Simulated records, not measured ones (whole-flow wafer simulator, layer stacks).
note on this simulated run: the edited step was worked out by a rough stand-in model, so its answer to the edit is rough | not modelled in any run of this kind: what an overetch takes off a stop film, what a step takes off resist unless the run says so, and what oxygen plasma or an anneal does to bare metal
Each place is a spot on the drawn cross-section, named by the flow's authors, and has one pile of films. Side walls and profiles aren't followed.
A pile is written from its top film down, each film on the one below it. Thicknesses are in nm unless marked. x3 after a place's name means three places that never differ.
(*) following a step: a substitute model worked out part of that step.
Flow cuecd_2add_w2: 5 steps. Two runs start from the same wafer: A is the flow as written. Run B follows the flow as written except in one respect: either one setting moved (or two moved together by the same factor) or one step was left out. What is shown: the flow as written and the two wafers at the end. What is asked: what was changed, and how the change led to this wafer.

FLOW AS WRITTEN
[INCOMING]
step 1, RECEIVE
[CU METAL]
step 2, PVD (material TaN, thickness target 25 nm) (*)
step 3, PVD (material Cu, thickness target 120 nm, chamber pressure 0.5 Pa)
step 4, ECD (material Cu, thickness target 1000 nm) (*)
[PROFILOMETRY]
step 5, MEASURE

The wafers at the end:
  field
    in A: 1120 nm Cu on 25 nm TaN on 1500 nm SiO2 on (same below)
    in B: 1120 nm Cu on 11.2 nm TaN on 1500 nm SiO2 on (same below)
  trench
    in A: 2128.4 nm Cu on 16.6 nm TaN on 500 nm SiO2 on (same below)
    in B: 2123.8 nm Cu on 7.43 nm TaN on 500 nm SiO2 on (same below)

What caused this: step 2, PVD: thickness target 11.2 nm was run, while the flow as written has thickness target 25 nm.
The wafer lets one read it off: field has TaN 11.2, and step 2 as written asks for 25 nm.

How this came from the change, step by step:
  step 2, PVD (material TaN, thickness target 25 nm) (*)
      field: A +25 TaN (new film) | B +11.2 TaN (new film)
      trench: A +16.6 TaN (new film) | B +7.43 TaN (new film)
